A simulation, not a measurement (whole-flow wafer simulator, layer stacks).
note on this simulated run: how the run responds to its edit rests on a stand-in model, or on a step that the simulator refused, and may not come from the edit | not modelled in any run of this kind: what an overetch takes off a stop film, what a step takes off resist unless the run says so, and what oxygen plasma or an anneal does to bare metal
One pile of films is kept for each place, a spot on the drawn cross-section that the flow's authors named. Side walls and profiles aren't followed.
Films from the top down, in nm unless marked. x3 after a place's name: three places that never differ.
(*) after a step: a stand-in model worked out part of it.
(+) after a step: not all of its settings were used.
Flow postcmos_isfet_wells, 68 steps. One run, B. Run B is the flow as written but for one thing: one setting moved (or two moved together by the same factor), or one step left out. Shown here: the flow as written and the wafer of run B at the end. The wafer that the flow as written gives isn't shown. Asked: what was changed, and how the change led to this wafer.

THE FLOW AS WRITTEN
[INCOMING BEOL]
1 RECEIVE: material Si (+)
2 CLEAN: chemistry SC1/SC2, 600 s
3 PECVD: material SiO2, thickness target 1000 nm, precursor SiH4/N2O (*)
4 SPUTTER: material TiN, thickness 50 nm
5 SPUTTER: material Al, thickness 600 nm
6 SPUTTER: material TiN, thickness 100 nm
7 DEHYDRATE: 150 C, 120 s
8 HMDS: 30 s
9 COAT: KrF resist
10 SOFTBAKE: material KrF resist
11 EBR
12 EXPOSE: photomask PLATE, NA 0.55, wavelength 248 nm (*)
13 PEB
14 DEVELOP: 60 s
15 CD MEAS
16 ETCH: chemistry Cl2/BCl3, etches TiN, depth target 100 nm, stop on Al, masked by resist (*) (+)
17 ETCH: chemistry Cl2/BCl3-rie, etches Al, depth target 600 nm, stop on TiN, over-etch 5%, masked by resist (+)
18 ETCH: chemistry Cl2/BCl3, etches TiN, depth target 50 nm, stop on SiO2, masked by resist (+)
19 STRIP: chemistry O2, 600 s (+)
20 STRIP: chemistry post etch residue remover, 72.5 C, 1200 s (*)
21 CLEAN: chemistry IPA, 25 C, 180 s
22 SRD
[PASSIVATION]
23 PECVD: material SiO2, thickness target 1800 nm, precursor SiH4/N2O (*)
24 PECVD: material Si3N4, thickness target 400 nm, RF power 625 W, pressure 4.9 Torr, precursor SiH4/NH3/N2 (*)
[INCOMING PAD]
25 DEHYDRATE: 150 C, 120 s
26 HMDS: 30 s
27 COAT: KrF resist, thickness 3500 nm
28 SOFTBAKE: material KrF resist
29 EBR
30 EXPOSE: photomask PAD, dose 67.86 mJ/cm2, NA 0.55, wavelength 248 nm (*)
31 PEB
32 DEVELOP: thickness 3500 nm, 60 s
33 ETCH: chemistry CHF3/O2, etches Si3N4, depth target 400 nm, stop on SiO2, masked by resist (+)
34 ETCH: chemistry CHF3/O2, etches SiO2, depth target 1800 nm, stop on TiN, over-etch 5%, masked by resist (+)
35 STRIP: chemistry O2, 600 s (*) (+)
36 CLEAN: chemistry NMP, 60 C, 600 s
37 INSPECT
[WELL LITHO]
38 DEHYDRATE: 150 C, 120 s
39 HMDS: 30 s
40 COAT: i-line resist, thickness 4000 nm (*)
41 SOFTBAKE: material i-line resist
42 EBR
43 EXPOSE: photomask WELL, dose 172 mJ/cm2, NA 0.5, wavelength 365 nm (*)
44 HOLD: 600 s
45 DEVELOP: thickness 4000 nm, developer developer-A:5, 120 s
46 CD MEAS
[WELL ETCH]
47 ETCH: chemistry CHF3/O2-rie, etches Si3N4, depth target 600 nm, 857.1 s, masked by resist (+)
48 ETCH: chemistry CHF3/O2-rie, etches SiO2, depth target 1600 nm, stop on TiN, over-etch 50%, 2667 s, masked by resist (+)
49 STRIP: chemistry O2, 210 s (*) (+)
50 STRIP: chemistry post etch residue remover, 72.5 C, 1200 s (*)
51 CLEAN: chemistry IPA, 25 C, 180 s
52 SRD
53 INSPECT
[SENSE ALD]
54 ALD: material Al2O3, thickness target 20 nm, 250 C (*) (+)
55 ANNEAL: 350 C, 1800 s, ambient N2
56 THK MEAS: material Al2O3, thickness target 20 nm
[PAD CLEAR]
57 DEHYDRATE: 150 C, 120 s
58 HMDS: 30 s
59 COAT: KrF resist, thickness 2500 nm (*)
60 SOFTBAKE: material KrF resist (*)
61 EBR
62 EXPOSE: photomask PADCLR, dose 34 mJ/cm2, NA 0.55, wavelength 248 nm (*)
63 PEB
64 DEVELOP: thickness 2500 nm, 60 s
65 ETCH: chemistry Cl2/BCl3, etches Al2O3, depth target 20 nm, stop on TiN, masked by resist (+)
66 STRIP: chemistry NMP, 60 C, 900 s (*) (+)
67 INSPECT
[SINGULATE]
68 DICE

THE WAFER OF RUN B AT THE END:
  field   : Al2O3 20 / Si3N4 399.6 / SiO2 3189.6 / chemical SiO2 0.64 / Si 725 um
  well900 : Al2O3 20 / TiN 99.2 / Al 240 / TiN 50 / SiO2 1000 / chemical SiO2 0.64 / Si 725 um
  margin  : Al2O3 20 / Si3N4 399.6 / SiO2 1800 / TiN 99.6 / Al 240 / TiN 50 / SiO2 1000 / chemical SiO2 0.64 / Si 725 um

The cause: step 5, SPUTTER: thickness 240 nm was run, where the flow has thickness 600 nm.
It can be read off the wafer: well900 has Al 240, and step 5 as written asks for 600 nm.

How the change led to this, step by step:
  5 SPUTTER: material Al, thickness 600 nm
      field, margin, well900 and 6 more: Al +240 (new film) (as written it would be: Al +600 (new film))
  17 ETCH: chemistry Cl2/BCl3-rie, etches Al, depth target 600 nm, stop on TiN, over-etch 5%, masked by resist (+)
      margin, well900, well1300, well2000, well3000, pad_rim, pad_clr, pad_open: KrF resist -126 (as written it would be: KrF resist -300)
      field: Al -240 (all of it) (as written it would be: Al -600 (all of it))
  19 STRIP: chemistry O2, 600 s (+)
      margin, well900, well1300, well2000, well3000, pad_rim, pad_clr, pad_open: KrF resist -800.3 (all of it) (as written it would be: KrF resist -626.3 (all of it))
  23 PECVD: material SiO2, thickness target 1800 nm, precursor SiH4/N2O (*)
      field: SiO2 +2189.6 (as written it would be: SiO2 +1800 (new film), void +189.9 (new film), SiO2 +559.7)
